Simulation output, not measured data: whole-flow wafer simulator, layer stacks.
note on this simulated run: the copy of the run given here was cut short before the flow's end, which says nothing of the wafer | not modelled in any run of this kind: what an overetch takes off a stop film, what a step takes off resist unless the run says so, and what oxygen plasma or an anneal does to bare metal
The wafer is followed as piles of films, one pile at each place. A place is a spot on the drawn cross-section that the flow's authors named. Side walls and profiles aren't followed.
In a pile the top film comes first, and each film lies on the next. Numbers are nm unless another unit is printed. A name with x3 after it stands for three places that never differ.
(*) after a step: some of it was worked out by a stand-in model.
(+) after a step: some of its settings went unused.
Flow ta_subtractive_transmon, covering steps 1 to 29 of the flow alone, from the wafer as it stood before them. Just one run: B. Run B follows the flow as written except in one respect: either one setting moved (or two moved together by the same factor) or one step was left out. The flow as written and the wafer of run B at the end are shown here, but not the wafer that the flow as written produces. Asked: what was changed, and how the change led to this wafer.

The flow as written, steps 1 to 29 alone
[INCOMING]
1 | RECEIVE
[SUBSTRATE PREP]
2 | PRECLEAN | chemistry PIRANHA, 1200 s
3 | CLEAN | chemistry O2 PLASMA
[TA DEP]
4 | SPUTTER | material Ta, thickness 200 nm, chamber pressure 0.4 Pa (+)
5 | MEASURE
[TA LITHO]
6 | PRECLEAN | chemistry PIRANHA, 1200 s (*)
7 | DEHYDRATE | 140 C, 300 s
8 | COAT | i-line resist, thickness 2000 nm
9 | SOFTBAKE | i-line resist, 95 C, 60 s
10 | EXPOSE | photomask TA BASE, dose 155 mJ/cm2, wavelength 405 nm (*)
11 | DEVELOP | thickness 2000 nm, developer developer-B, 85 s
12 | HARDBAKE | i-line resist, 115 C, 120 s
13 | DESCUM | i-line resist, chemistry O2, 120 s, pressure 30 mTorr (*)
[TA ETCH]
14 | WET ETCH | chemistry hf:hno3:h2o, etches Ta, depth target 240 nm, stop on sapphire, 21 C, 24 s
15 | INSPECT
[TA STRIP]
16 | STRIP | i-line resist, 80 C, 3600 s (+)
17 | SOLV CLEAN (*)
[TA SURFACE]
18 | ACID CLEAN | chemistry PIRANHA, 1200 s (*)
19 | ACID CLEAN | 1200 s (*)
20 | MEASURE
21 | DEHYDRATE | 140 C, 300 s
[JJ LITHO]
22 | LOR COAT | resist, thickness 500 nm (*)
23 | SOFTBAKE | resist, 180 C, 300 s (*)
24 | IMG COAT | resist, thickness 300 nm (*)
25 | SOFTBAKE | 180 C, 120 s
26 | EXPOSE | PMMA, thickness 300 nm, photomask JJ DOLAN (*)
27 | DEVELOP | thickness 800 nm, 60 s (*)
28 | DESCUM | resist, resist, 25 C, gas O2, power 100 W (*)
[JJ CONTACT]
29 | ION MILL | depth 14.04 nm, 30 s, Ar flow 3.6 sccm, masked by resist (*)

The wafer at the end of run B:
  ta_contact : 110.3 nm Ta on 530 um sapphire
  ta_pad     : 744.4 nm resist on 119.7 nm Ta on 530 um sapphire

The reason: step 4, SPUTTER: thickness 120 nm was run, while the flow as written has thickness 200 nm.

The path from the change to this, step by step:
  4 | SPUTTER | material Ta, thickness 200 nm, chamber pressure 0.4 Pa (+)
      field x2, jj_line, lead, ta_contact, ta_pad: +120 Ta (new film) (as written it would have been: +200 Ta (new film))
  14 | WET ETCH | chemistry hf:hno3:h2o, etches Ta, depth target 240 nm, stop on sapphire, 21 C, 24 s
      field x2, jj_line, lead: -120 Ta (all of it) (as written it would have been: -200 Ta (all of it))
  22 | LOR COAT | resist, thickness 500 nm (*)
      lead: +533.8 resist (new film) (as written it would have been: +554.8 resist (new film))
      ta_contact: +465 resist (new film) (as written it would have been: +443.8 resist (new film))
  24 | IMG COAT | resist, thickness 300 nm (*)
      ta_pad: +288.6 resist (as written it would have been: +281.3 resist)
  27 | DEVELOP | thickness 800 nm, 60 s (*)
      lead: -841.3 resist (all of it) (as written it would have been: -867.4 resist (all of it))
      ta_contact: -757.7 resist (all of it) (as written it would have been: -731.2 resist (all of it))
